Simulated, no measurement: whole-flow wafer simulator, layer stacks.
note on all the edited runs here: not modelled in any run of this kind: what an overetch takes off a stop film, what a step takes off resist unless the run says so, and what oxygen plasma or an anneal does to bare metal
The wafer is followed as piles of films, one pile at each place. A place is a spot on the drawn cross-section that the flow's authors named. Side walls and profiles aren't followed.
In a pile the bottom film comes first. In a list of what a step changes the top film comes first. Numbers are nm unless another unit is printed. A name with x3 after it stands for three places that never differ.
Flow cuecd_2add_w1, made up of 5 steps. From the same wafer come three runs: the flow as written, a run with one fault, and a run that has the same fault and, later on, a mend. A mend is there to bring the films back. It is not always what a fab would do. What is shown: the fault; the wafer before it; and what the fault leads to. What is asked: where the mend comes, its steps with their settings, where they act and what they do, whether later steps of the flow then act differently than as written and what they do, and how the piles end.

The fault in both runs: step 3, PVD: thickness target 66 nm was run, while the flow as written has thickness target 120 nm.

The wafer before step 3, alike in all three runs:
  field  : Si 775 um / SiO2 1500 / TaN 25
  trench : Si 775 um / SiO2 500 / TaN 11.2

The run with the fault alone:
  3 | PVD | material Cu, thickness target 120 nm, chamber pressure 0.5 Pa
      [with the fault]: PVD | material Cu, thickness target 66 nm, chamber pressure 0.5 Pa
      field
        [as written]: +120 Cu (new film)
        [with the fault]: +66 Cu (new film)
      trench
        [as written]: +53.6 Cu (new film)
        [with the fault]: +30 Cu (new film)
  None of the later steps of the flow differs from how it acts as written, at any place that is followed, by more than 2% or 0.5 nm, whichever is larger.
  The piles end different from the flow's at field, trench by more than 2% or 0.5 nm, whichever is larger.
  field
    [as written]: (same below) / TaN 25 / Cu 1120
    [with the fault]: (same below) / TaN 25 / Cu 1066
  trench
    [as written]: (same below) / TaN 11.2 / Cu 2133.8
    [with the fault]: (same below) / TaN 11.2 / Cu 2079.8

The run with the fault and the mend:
  The mend follows step 3.
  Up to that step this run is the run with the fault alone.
  3a | PVD | material Cu, thickness target 54 nm, chamber pressure 0.5 Pa (the flow's step 3, run once more with other settings)
      field
        +54 Cu
      trench
        +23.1 Cu
  None of the later steps of the flow differs from how it acts as written, at any place that is followed, by more than 2% or 0.5 nm, whichever is larger.
  At every place that both follow, the piles at the end match the flow's.
